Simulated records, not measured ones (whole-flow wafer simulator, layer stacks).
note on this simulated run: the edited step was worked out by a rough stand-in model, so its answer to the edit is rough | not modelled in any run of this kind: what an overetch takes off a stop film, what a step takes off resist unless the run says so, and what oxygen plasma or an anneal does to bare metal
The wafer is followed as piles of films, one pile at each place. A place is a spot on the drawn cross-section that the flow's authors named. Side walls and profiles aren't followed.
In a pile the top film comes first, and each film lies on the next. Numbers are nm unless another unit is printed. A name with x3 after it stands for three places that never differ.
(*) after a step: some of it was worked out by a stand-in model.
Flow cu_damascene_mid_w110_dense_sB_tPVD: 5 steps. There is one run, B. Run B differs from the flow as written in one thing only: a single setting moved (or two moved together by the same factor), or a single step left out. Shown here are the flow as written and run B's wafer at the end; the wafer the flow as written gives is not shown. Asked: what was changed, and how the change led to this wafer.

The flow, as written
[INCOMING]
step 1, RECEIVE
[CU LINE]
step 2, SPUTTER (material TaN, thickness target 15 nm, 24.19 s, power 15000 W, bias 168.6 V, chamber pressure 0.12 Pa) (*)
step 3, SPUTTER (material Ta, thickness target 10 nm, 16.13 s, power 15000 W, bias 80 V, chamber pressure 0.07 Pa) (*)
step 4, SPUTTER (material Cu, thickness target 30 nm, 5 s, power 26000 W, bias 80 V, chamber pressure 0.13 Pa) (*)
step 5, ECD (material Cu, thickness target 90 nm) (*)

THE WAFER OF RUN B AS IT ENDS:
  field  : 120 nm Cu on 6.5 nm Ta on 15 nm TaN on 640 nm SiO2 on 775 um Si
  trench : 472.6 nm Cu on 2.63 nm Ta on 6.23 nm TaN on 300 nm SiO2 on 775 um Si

What caused this: step 3, SPUTTER: 10.48 s was run, whereas the flow has 16.13 s.

The path from the change to this, step by step:
  step 3, SPUTTER (material Ta, thickness target 10 nm, 16.13 s, power 15000 W, bias 80 V, chamber pressure 0.07 Pa) (*)
      field: Ta gains 6.5 (new film) (in the flow as written it would be: Ta gains 10 (new film))
      trench: Ta gains 2.63 (new film) (in the flow as written it would be: Ta gains 4.05 (new film))
